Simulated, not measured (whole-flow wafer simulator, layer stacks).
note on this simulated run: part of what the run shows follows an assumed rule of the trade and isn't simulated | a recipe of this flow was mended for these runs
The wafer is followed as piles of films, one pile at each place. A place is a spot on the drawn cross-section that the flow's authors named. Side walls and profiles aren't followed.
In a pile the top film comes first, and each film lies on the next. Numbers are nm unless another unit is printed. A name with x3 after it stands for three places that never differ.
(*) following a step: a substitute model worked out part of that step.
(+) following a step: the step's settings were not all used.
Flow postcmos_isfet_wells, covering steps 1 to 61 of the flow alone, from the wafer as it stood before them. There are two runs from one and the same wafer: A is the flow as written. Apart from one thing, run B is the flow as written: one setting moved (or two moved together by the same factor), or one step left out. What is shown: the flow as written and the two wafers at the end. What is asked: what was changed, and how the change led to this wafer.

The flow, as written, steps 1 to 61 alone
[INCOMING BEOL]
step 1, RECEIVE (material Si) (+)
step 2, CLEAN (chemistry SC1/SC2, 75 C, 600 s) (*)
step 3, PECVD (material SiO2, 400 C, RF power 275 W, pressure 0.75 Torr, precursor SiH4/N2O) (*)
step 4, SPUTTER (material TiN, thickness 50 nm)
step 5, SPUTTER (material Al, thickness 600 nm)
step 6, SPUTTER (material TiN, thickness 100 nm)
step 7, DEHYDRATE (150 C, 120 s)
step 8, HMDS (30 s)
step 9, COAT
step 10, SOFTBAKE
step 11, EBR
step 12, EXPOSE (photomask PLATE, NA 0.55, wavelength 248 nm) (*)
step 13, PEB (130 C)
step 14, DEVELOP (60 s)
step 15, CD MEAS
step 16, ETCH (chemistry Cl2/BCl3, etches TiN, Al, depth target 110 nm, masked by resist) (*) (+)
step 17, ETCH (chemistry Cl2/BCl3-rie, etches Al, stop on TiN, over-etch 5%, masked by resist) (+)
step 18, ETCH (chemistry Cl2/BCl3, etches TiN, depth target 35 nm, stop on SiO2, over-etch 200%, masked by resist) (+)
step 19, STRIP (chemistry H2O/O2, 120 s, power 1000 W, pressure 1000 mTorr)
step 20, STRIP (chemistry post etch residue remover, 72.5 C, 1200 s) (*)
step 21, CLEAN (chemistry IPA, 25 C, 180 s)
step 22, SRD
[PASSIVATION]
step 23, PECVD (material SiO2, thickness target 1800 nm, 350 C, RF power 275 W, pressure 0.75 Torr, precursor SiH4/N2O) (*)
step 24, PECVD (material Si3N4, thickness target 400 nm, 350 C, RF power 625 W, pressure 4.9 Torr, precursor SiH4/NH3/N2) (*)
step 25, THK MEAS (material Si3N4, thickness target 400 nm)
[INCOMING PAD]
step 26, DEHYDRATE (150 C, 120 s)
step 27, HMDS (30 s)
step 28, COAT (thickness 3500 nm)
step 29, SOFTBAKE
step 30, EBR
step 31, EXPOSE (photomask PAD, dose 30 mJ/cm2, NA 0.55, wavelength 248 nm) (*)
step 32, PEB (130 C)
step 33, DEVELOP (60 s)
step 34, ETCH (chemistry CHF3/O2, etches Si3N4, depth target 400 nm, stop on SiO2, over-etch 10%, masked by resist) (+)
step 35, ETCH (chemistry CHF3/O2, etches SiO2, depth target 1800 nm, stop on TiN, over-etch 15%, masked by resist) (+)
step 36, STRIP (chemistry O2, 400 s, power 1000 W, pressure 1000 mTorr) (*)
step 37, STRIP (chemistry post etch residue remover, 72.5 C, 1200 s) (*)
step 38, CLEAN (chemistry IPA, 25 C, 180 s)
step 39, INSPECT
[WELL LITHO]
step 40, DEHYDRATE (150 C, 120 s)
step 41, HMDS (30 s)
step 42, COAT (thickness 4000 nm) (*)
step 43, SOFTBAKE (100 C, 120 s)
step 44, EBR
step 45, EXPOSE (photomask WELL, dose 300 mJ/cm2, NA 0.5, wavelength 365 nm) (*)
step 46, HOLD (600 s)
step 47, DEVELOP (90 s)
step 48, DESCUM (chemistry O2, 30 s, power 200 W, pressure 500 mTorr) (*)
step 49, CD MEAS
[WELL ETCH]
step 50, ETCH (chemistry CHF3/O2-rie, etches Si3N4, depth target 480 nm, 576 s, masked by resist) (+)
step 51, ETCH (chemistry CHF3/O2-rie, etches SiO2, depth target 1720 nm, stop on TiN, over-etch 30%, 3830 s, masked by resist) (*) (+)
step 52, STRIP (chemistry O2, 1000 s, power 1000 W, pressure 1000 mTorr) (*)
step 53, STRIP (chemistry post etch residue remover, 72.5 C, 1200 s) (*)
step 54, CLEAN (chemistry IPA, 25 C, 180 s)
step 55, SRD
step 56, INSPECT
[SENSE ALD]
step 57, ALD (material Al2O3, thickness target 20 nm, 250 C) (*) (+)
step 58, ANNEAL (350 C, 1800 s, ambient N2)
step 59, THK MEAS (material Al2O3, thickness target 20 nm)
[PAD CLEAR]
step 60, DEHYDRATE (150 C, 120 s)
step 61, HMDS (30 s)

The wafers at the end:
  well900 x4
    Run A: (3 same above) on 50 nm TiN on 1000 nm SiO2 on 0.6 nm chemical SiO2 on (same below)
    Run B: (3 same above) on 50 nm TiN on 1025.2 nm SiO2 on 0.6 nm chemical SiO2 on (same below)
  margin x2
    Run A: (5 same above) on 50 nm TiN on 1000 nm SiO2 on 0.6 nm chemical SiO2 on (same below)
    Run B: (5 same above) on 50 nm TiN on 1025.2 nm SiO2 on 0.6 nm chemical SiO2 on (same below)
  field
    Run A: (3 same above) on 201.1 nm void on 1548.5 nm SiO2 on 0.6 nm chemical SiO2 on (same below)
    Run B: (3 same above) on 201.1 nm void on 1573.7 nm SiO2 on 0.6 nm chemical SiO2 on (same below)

Cause: step 3, PECVD: RF power 290 W was run, whereas the flow has RF power 275 W.

The path from the change to this, step by step:
  step 3, PECVD (material SiO2, 400 C, RF power 275 W, pressure 0.75 Torr, precursor SiH4/N2O) (*)
      field, margin x2, well900 x4, pad_clr, pad_open: A SiO2 gains 1000 (new film) | B SiO2 gains 1025.2 (new film)
